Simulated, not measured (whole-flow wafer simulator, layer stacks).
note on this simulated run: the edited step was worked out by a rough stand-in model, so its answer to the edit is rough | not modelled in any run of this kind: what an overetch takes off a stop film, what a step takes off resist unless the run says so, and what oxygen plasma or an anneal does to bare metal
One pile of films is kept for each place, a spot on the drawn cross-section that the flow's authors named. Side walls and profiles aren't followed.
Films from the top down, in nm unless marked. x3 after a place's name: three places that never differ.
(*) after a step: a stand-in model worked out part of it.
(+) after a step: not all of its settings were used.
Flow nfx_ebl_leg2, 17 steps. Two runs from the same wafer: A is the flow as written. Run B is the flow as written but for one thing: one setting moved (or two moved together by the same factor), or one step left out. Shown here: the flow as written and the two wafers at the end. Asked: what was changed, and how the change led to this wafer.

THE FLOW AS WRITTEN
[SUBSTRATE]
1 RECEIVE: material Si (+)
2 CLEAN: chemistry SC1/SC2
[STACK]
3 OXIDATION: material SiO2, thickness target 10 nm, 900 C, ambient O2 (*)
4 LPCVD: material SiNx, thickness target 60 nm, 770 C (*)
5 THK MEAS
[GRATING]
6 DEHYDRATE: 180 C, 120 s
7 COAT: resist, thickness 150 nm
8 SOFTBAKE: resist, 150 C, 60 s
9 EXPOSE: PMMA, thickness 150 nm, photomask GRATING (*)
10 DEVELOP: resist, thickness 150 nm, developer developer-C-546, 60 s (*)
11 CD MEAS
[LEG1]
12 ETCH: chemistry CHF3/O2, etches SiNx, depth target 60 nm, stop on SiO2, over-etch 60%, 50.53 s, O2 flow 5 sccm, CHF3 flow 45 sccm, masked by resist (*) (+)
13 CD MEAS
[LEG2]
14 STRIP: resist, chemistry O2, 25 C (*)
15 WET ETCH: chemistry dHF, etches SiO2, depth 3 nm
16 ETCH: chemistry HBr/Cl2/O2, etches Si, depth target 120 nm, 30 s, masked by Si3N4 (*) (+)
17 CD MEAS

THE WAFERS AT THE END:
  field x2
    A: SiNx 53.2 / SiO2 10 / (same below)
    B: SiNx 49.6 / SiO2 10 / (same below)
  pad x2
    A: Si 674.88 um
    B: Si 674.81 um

The cause: step 16, ETCH: depth target 183 nm was run, where the flow has depth target 120 nm; step 16, ETCH: 45.8 s was run, where the flow has 30 s.

How the change led to this, step by step:
  16 ETCH: chemistry HBr/Cl2/O2, etches Si, depth target 120 nm, 30 s, masked by Si3N4 (*) (+)
      field x2: A SiNx -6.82 | B SiNx -10.4
      pad x2: A Si -120 | B Si -183
